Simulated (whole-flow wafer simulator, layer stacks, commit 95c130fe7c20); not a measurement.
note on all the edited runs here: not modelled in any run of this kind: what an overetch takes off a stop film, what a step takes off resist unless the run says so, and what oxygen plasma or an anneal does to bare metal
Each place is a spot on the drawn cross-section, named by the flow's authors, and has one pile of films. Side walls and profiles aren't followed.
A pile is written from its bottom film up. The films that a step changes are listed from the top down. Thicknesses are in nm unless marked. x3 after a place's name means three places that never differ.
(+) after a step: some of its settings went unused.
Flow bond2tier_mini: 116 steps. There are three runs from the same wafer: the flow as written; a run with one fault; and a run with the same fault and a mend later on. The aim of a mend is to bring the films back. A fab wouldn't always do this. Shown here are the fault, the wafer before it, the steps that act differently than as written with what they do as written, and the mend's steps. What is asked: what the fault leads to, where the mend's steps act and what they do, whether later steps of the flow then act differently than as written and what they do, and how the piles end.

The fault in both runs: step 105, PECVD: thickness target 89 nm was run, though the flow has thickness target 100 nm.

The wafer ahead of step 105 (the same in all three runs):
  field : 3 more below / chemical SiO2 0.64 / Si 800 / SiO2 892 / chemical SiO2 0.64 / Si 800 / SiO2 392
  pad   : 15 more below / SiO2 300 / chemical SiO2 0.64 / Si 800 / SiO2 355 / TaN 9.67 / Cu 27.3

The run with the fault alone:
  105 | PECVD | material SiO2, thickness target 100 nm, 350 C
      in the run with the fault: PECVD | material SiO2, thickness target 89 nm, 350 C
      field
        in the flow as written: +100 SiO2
        in the run with the fault: +89 SiO2
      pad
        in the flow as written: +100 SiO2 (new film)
        in the run with the fault: +89 SiO2 (new film)
  Later steps of the flow acting differently than as written (2 other steps are not shown; they differ only slightly, by no more than 2% or 0.5 nm, whichever is larger):
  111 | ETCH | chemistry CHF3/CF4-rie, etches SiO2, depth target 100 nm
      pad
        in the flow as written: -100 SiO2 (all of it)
        in the run with the fault: -89 SiO2 (all of it), -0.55 Cu
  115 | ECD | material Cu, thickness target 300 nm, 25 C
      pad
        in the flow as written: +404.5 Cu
        in the run with the fault: +393.5 Cu
  At field, pad, the piles at the end differ from the flow's by more than 2% or 0.5 nm, whichever is larger.
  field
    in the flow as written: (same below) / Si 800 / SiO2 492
    in the run with the fault: (same below) / Si 800 / SiO2 481
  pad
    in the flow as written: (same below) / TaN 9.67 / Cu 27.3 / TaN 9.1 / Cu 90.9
    in the run with the fault: (same below) / TaN 9.67 / Cu 26.8 / TaN 9.24 / Cu 80.3

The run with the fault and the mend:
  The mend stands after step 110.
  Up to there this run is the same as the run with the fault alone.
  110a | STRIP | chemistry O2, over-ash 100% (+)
      field
        -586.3 KrF resist (all of it)
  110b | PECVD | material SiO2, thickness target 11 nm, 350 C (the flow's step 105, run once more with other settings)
      field, pad
        +11 SiO2
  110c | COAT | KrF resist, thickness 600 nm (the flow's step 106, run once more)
      field, pad
        +600 KrF resist (new film)
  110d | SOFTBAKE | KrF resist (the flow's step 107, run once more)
      alters no film at any place that is followed
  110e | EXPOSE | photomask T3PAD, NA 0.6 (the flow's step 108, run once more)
      alters no film at any place that is followed
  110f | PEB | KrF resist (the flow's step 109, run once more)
      alters no film at any place that is followed
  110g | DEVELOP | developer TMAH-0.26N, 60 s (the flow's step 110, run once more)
      field
        -13.7 KrF resist
      pad
        -600 KrF resist (all of it)
  Every later step of the flow that is run acts as written at every place that is followed.
  By the end, the piles equal the flow's at every place that both follow.
